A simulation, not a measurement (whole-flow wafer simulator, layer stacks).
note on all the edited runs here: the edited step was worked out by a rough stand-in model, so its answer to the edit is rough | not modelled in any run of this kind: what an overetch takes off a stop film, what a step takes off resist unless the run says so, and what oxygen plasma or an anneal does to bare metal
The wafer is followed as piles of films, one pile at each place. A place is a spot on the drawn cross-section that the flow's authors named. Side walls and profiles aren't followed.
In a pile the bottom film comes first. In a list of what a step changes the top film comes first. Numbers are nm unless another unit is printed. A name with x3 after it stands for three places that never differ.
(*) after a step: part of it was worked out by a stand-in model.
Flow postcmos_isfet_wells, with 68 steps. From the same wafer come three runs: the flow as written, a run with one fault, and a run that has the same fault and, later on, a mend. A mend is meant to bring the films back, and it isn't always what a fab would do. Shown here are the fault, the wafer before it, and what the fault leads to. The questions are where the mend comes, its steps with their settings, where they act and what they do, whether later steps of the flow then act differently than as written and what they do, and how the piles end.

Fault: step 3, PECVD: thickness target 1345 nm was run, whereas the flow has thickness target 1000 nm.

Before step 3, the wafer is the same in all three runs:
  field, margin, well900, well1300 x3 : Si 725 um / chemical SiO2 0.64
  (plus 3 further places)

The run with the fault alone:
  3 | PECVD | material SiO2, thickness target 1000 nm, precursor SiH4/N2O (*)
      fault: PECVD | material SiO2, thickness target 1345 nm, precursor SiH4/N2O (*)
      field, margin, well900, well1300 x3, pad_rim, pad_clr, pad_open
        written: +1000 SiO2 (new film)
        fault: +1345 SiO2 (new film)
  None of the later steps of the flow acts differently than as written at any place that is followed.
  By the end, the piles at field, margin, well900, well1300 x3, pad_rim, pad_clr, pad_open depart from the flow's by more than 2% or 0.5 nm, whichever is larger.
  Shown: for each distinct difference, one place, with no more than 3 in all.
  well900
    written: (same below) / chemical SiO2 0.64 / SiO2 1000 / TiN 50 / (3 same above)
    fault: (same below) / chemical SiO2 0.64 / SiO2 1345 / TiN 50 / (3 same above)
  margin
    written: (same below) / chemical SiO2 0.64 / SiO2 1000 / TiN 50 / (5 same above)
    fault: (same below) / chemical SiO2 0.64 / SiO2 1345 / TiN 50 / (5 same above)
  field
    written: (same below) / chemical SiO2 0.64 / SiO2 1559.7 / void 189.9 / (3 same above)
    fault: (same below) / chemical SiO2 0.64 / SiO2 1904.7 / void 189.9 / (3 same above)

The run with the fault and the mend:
  The mend follows step 3.
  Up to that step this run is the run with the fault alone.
  3a | ETCH | chemistry boe, depth target 345 nm
      field, margin, well900, well1300 x3, pad_rim, pad_clr, pad_open
        -345 SiO2
  None of the later steps of the flow acts differently than as written at any place that is followed.
  At every place that both follow, the piles at the end match the flow's.
